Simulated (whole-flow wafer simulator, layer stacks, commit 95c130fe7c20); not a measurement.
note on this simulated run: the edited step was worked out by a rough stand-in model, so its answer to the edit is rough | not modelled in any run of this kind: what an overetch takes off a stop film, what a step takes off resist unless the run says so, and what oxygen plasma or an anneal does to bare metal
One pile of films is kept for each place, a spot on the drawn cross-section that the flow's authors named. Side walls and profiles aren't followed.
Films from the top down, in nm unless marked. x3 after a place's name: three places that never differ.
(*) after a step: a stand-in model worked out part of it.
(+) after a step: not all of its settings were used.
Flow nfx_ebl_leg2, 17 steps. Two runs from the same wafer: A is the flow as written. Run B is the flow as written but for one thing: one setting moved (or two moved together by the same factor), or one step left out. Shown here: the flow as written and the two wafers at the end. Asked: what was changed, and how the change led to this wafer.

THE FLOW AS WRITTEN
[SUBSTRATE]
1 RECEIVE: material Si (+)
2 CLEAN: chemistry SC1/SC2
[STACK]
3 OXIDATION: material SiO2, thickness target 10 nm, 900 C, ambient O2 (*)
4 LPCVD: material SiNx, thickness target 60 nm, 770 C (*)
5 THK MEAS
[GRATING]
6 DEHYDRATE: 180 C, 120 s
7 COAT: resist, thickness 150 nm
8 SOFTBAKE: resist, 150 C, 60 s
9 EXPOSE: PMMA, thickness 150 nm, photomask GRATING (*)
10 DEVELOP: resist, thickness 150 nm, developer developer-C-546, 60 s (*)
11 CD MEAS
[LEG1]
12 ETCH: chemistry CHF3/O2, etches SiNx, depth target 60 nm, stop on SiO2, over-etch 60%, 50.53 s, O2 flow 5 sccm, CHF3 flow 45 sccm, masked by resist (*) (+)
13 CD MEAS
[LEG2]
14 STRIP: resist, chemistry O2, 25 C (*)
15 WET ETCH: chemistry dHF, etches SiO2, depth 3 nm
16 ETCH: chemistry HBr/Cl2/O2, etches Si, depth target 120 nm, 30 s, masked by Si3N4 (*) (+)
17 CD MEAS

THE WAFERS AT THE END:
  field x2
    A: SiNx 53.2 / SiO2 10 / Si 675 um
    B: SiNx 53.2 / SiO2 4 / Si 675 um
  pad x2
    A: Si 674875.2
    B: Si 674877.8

The cause: step 3, OXIDATION: thickness target 4 nm was run, where the flow has thickness target 10 nm.
It can be read off the wafer: field x2 has SiO2 4, and step 3 as written asks for 10 nm.

How the change led to this, step by step:
  3 OXIDATION: material SiO2, thickness target 10 nm, 900 C, ambient O2 (*)
      field x2, pad x2: A SiO2 +10 (new film), chemical SiO2 -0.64 (all of it), Si -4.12 | B SiO2 +4 (new film), chemical SiO2 -0.64 (all of it), Si -1.48
  12 ETCH: chemistry CHF3/O2, etches SiNx, depth target 60 nm, stop on SiO2, over-etch 60%, 50.53 s, O2 flow 5 sccm, CHF3 flow 45 sccm, masked by resist (*) (+)
      pad x2: A SiNx -60 (all of it), SiO2 -10 (all of it) | B SiNx -60 (all of it), SiO2 -4 (all of it)
